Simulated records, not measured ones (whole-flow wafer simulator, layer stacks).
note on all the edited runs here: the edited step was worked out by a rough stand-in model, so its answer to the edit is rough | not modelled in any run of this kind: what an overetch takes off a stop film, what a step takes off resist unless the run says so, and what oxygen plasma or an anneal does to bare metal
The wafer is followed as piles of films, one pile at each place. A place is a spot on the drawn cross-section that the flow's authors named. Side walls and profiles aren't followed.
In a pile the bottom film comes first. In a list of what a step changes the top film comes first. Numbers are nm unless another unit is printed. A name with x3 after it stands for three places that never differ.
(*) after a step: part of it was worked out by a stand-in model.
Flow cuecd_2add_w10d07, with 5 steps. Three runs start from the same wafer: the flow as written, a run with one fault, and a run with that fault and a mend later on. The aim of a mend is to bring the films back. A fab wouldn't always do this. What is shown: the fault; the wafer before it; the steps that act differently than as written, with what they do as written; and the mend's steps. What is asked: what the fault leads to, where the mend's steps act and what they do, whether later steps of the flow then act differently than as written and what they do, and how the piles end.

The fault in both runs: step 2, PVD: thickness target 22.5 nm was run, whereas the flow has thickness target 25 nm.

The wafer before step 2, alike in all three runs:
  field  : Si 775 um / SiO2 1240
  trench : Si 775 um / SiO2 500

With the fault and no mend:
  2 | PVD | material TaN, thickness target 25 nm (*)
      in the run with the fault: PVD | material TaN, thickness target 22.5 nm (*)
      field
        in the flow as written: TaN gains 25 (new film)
        in the run with the fault: TaN gains 22.5 (new film)
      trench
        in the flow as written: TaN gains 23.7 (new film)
        in the run with the fault: TaN gains 21.3 (new film)
  Later steps of the flow that are run all act as written at every place that is followed.
  At field, trench, the piles at the end differ from the flow's by more than 2% or 0.5 nm, whichever is larger.
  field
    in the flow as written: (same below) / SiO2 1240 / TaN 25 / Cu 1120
    in the run with the fault: (same below) / SiO2 1240 / TaN 22.5 / Cu 1120
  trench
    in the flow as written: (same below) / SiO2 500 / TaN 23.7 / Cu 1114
    in the run with the fault: (same below) / SiO2 500 / TaN 21.3 / Cu 1114

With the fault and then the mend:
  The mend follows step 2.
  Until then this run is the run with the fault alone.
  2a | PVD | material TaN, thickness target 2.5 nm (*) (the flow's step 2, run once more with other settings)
      field
        TaN gains 2.5
      trench
        TaN gains 2.36
  Later steps of the flow that are run all act as written at every place that is followed.
  By the end, the piles equal the flow's at every place that both follow.
